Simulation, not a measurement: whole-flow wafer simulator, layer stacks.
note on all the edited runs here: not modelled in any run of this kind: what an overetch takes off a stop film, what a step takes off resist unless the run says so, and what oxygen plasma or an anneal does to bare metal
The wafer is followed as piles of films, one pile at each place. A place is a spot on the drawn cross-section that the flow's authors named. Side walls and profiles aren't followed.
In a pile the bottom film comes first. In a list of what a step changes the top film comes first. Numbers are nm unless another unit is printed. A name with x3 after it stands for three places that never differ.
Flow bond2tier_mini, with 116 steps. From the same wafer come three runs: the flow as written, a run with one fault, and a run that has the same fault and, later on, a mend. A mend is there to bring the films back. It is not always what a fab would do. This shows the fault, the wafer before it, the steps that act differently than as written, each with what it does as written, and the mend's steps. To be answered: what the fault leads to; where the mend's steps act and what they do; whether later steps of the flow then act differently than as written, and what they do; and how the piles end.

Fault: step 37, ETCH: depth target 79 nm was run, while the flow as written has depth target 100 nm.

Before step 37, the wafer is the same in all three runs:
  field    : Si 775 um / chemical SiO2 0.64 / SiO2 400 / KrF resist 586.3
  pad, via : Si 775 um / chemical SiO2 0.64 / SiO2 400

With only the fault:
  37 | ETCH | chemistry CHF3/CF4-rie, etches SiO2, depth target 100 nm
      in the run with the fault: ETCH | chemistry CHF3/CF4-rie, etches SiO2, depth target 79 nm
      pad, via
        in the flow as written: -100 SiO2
        in the run with the fault: -79 SiO2
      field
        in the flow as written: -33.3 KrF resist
        in the run with the fault: -26.3 KrF resist
  Later steps of the flow acting differently than as written (not shown: 3 more steps that differ only slightly, by at most 2% or 0.5 nm, whichever is larger):
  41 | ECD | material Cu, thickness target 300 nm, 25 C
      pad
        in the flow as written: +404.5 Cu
        in the run with the fault: +382.6 Cu
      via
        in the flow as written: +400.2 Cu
        in the run with the fault: +379.1 Cu
  By the end, the piles at pad depart from the flow's by more than 2% or 0.5 nm, whichever is larger.
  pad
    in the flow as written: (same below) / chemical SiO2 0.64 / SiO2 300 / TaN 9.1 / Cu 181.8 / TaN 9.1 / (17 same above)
    in the run with the fault: (same below) / chemical SiO2 0.64 / SiO2 321 / TaN 9.29 / Cu 160.6 / TaN 9.1 / (17 same above)

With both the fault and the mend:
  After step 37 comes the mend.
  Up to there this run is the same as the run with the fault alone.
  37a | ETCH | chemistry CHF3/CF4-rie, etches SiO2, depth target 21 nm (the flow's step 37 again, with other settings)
      pad, via
        -21 SiO2
      field
        -7 KrF resist
  None of the later steps of the flow acts differently than as written at any place that is followed.
  The piles end the same as the flow's at every place that both follow.
